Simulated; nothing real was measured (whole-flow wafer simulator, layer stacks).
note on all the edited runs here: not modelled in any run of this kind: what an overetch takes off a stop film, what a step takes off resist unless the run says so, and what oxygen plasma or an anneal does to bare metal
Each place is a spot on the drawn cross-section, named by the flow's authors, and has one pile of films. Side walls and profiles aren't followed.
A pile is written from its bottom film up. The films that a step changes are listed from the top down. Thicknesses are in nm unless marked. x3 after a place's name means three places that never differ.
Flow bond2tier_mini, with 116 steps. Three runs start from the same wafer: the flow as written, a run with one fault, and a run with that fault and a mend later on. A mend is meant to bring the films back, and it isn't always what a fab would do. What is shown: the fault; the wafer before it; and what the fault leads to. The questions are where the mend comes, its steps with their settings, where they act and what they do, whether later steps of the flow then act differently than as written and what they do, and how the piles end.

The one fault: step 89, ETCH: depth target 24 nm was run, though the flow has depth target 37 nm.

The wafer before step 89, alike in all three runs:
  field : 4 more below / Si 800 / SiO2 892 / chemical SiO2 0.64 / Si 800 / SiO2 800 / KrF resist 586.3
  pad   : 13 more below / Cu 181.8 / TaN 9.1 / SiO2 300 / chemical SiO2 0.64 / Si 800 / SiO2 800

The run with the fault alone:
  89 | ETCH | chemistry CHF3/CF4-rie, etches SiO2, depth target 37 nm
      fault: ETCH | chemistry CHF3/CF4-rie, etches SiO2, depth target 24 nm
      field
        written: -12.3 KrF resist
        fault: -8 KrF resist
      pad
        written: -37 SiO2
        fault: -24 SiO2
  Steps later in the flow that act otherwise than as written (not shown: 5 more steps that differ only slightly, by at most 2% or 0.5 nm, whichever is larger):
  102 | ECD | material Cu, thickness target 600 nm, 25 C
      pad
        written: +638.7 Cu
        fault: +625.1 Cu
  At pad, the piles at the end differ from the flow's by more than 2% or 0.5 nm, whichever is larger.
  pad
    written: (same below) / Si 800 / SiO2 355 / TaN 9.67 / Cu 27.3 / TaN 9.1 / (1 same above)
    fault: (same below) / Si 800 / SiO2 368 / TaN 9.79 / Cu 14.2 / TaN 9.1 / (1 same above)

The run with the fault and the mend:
  The mend follows step 89.
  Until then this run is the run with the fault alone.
  89a | ETCH | chemistry CHF3/CF4-rie, etches SiO2, depth target 13 nm (the flow's step 89 again, with other settings)
      field
        -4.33 KrF resist
      pad
        -13 SiO2
  Every later step of the flow that is run acts as written at every place that is followed.
  The piles end the same as the flow's at every place that both follow.
